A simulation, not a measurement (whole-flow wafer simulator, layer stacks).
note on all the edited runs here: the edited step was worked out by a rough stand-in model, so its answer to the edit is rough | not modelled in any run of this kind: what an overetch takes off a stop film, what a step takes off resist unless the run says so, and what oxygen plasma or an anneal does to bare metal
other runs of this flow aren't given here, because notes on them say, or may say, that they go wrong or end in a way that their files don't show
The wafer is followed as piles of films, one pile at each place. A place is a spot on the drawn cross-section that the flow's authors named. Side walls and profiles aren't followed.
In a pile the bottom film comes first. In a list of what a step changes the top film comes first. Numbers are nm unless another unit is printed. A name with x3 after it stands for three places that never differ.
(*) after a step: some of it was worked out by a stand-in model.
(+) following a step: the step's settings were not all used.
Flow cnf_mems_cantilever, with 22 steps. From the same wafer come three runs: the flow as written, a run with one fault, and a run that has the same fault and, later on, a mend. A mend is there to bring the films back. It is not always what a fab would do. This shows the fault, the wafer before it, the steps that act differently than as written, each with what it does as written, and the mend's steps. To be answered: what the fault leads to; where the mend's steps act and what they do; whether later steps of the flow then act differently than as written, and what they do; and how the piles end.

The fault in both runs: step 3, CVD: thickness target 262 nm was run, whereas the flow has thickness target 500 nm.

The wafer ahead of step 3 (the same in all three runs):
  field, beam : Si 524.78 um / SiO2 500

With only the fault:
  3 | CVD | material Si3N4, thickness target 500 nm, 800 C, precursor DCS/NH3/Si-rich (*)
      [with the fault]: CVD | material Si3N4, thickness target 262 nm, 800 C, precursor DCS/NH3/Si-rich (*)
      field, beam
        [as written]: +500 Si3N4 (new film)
        [with the fault]: +262 Si3N4 (new film)
  Steps later in the flow that act otherwise than as written:
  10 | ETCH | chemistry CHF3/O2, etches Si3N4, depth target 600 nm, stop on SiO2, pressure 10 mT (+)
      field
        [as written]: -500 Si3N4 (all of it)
        [with the fault]: -262 Si3N4 (all of it)
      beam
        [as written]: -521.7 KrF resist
        [with the fault]: -341.7 KrF resist
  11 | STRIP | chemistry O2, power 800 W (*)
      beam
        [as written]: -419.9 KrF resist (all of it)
        [with the fault]: -599.9 KrF resist (all of it)
  The piles end different from the flow's at beam by more than 2% or 0.5 nm, whichever is larger.
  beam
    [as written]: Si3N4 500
    [with the fault]: Si3N4 262

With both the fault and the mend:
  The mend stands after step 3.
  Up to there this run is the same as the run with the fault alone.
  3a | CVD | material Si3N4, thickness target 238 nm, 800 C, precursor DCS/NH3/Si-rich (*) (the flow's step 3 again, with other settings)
      field, beam
        +238 Si3N4
  Every later step of the flow that is run acts as written at every place that is followed.
  At every place that both follow, the piles at the end match the flow's.
